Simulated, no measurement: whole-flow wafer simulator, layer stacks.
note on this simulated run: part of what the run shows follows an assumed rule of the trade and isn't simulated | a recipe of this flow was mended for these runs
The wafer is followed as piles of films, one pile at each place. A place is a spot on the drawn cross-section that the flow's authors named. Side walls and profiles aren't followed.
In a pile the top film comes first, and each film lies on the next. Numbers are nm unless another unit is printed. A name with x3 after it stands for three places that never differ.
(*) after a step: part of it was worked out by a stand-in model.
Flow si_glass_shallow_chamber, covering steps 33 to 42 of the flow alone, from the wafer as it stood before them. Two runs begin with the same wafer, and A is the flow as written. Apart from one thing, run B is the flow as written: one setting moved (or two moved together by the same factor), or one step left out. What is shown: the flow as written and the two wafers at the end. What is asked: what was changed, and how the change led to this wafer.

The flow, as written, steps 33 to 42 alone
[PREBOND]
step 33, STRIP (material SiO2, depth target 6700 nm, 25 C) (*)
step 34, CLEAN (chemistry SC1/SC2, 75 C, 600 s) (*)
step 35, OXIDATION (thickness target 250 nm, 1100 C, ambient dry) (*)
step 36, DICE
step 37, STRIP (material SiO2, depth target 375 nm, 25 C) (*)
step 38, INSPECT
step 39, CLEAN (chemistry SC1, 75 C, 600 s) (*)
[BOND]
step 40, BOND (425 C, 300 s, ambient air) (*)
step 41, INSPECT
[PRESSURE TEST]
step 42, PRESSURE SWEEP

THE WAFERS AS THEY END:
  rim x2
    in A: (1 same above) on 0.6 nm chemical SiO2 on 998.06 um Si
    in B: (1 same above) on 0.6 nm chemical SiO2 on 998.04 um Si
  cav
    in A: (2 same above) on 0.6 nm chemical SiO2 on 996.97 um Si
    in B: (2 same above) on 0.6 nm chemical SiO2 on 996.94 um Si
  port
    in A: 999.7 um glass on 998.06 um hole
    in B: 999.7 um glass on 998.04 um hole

What caused this: step 35, OXIDATION: 1155 C was run, though the flow has 1100 C.

The path from the change to this, step by step:
  step 35, OXIDATION (thickness target 250 nm, 1100 C, ambient dry) (*)
      rim x2, cav, septum, ring: A SiO2 gains 250 (new film), chemical SiO2 loses 0.6 (all of it), Si loses 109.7 | B SiO2 gains 316.1 (new film), chemical SiO2 loses 0.6 (all of it), Si loses 138.8
  step 37, STRIP (material SiO2, depth target 375 nm, 25 C) (*)
      rim x2, cav, septum, ring: A SiO2 loses 250 (all of it) | B SiO2 loses 316.1 (all of it)
  step 40, BOND (425 C, 300 s, ambient air) (*)
      port: A glass gains 999.7 um (new film), hole gains 1017.3 | B glass gains 999.7 um (new film), hole gains 988.2
